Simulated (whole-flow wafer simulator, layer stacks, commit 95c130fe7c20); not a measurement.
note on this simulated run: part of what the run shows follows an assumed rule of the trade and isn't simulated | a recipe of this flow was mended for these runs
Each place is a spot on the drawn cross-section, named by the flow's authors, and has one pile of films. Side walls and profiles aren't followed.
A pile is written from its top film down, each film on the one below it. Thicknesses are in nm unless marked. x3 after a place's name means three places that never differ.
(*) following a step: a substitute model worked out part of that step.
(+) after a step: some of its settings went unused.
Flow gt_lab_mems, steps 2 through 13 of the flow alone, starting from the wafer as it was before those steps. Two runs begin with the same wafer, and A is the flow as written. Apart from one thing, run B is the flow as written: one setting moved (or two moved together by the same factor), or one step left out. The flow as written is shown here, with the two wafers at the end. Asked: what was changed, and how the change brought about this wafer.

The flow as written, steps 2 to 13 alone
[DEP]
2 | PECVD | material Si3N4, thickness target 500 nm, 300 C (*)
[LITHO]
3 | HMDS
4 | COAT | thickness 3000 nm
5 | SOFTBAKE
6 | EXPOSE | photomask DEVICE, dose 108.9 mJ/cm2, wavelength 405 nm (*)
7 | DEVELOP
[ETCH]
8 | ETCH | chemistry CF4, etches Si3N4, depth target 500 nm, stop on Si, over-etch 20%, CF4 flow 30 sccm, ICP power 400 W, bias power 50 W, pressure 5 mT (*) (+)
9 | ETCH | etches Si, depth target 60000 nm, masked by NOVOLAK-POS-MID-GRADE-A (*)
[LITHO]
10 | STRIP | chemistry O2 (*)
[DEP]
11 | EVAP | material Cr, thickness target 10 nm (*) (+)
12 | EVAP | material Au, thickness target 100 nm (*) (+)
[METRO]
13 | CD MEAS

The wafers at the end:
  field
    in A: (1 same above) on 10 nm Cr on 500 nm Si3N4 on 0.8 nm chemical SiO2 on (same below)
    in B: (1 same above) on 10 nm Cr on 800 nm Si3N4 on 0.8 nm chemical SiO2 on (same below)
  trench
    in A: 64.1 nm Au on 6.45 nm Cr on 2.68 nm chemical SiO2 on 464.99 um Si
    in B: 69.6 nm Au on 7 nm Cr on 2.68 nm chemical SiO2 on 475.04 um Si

Cause: step 2, PECVD: thickness target 800 nm was run, while the flow as written has thickness target 500 nm.
The wafer lets one read it off: field has Si3N4 800, and step 2 as written asks for 500 nm.

The path from the change to this, step by step:
  2 | PECVD | material Si3N4, thickness target 500 nm, 300 C (*)
      field, trench: A +500 Si3N4 (new film) | B +800 Si3N4 (new film)
  8 | ETCH | chemistry CF4, etches Si3N4, depth target 500 nm, stop on Si, over-etch 20%, CF4 flow 30 sccm, ICP power 400 W, bias power 50 W, pressure 5 mT (*) (+)
      trench: A -500 Si3N4 (all of it), -0.8 chemical SiO2 (all of it), -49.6 Si | B -600 Si3N4
  9 | ETCH | etches Si, depth target 60000 nm, masked by NOVOLAK-POS-MID-GRADE-A (*)
      trench: A -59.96 um Si | B -200 Si3N4 (all of it), -0.8 chemical SiO2 (all of it), -49.96 um Si
  11 | EVAP | material Cr, thickness target 10 nm (*) (+)
      trench: A +6.45 Cr (new film) | B +7 Cr (new film)
  12 | EVAP | material Au, thickness target 100 nm (*) (+)
      trench: A +64.1 Au (new film) | B +69.6 Au (new film)
